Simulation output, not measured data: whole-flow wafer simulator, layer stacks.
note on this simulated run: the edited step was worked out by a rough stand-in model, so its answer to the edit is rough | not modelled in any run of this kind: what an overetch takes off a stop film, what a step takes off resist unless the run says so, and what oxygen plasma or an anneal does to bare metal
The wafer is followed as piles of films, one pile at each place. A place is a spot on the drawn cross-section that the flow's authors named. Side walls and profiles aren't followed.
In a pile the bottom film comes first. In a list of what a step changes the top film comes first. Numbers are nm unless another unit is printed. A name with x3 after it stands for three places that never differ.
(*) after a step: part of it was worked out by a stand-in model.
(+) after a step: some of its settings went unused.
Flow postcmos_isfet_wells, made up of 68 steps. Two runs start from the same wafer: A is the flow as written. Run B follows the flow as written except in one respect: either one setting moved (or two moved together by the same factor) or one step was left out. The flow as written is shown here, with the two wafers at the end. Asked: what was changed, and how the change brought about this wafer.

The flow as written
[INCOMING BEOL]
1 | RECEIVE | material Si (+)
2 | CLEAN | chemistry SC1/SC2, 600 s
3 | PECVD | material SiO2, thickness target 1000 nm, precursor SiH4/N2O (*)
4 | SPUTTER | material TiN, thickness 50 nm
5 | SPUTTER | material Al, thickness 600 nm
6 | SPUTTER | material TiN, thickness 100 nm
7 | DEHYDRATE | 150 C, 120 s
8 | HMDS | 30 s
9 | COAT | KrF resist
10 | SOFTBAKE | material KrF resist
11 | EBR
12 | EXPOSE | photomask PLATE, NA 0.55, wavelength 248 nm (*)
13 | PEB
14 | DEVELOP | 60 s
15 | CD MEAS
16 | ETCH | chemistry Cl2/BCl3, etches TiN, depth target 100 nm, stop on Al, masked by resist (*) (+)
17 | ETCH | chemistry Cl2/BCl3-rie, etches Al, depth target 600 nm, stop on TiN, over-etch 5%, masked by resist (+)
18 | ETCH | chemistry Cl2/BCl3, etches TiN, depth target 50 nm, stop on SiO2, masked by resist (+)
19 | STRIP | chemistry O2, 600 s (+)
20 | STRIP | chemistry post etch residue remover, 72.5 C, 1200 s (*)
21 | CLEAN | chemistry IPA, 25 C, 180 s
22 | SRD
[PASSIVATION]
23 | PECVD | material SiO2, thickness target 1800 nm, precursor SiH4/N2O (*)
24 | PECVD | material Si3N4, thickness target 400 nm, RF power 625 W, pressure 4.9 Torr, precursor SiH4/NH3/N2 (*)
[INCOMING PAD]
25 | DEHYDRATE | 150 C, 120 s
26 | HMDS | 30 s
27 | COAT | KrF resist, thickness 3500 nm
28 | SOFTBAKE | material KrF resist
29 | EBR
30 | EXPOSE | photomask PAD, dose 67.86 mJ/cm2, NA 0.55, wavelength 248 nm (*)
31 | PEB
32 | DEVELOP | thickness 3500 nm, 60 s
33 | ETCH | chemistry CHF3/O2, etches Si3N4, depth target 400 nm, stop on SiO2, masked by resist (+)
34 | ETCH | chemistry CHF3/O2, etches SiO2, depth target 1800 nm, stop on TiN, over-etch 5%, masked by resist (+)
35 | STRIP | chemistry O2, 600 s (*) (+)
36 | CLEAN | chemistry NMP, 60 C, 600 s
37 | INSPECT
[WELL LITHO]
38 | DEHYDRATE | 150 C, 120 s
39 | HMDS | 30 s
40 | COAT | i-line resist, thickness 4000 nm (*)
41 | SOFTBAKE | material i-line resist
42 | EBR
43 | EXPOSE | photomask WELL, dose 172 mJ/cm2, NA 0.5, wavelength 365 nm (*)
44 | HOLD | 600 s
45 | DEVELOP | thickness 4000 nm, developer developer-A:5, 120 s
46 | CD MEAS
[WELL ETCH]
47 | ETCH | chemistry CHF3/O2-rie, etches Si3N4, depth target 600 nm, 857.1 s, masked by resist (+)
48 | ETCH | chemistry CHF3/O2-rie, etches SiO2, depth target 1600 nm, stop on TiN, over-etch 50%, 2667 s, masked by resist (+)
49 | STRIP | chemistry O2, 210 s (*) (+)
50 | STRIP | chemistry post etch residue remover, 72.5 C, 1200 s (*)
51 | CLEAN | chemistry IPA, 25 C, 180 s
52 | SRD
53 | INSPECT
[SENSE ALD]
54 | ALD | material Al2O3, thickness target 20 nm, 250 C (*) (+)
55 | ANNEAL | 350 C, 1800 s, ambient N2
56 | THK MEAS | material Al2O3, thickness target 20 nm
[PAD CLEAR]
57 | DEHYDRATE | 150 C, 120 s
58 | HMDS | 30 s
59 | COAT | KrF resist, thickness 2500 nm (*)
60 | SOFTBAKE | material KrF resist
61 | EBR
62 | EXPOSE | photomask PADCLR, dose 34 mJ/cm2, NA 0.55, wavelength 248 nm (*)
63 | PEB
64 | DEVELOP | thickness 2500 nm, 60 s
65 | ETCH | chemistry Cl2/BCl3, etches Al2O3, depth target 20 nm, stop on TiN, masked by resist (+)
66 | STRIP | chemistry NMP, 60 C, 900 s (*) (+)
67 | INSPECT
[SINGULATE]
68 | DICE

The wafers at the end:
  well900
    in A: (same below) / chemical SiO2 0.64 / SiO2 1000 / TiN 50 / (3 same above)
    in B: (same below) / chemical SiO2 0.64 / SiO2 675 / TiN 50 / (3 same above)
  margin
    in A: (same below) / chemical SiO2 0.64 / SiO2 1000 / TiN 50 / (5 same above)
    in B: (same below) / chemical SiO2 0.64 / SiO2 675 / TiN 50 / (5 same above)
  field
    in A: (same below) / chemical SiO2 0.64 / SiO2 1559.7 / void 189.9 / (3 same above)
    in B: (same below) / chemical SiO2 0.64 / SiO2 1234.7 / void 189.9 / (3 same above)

What caused this: step 3, PECVD: thickness target 675 nm was run, whereas the flow has thickness target 1000 nm.
The wafer itself shows it: well900 has SiO2 675, and step 3 as written asks for 1000 nm.

How this came from the change, step by step:
  3 | PECVD | material SiO2, thickness target 1000 nm, precursor SiH4/N2O (*)
      field, margin, well900, well1300 x3, pad_rim, pad_clr, pad_open: A SiO2 gains 1000 (new film) | B SiO2 gains 675 (new film)
